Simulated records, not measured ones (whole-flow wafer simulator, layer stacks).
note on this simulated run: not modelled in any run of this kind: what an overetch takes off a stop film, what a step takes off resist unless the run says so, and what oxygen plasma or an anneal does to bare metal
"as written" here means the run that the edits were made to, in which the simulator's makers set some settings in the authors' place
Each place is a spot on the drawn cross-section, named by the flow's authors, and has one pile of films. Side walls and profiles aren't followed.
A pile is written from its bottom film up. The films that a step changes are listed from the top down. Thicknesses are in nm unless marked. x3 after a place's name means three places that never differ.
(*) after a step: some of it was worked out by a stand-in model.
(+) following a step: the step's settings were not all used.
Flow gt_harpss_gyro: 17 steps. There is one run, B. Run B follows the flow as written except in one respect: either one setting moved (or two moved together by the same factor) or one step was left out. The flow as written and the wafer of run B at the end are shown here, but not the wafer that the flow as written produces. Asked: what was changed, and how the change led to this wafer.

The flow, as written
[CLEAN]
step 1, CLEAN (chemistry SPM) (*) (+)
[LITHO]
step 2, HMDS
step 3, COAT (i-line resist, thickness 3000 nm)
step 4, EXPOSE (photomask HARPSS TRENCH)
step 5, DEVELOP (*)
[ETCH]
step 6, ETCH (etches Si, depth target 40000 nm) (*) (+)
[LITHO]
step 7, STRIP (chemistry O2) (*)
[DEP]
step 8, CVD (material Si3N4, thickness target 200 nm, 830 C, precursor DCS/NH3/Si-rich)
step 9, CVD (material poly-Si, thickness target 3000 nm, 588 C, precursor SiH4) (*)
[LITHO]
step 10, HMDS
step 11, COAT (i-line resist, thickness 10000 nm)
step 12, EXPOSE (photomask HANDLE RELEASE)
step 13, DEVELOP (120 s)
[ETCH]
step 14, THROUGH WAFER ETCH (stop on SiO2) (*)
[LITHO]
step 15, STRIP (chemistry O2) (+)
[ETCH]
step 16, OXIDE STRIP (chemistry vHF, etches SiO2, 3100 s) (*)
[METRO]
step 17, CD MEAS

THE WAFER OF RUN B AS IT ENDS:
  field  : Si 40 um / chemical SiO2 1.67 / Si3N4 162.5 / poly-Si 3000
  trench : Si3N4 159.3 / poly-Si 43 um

What caused this: step 8, CVD: thickness target 162.5 nm was run, though the flow has thickness target 200 nm.
One can read it off the wafer: field has Si3N4 162.5, and step 8 as written asks for 200 nm.

Step by step, how the change led to this:
  step 8, CVD (material Si3N4, thickness target 200 nm, 830 C, precursor DCS/NH3/Si-rich)
      field: Si3N4 gains 162.5 (new film) (in the flow as written it would be: Si3N4 gains 200 (new film))
      trench: Si3N4 gains 159.3 (new film) (in the flow as written it would be: Si3N4 gains 195.9 (new film))
  step 9, CVD (material poly-Si, thickness target 3000 nm, 588 C, precursor SiH4) (*)
      trench: poly-Si gains 43 um (new film) (in the flow as written it would be: poly-Si gains 43.01 um (new film))
